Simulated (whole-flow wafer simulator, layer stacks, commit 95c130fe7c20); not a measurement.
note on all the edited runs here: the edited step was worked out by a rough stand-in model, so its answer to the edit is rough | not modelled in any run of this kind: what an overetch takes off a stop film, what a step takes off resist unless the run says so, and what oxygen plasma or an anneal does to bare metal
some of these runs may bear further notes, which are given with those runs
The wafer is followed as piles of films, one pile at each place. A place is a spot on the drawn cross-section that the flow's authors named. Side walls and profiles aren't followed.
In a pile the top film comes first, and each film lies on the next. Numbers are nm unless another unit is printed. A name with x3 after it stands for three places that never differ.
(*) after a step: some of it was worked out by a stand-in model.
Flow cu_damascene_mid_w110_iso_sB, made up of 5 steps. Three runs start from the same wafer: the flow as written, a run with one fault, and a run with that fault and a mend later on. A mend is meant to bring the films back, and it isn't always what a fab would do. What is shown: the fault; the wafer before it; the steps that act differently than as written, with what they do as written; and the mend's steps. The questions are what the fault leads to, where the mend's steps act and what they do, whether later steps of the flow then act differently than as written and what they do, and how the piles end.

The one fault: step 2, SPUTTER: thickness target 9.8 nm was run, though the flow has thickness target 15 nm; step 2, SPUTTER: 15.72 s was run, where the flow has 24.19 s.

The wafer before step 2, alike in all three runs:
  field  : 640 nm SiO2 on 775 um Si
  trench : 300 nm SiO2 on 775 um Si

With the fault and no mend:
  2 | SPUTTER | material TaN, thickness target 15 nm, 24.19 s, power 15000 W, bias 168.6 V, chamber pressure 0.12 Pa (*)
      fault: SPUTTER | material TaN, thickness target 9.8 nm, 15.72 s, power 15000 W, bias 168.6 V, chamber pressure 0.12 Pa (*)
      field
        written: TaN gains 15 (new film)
        fault: TaN gains 9.8 (new film)
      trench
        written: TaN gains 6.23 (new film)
        fault: TaN gains 4.07 (new film)
  Later steps of the flow that are run all act as written at every place that is followed, up to a difference of at most 2% or 0.5 nm, whichever is larger.
  At field, trench, the piles at the end differ from the flow's by more than 2% or 0.5 nm, whichever is larger.
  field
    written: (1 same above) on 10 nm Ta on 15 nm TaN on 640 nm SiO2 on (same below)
    fault: (1 same above) on 10 nm Ta on 9.8 nm TaN on 640 nm SiO2 on (same below)
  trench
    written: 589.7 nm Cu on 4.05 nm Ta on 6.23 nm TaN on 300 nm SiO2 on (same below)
    fault: 586.6 nm Cu on 4.12 nm Ta on 4.07 nm TaN on 300 nm SiO2 on (same below)

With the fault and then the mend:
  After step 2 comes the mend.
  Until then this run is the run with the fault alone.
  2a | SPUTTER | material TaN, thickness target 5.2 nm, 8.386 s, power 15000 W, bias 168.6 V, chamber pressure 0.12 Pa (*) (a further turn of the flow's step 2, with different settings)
      field
        TaN gains 5.2
      trench
        TaN gains 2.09
  Later steps of the flow that are run all act as written at every place that is followed, up to a difference of at most 2% or 0.5 nm, whichever is larger.
  At the end the piles are close to the flow's at the places that both follow, differing by at most 2% or 0.5 nm, whichever is larger.
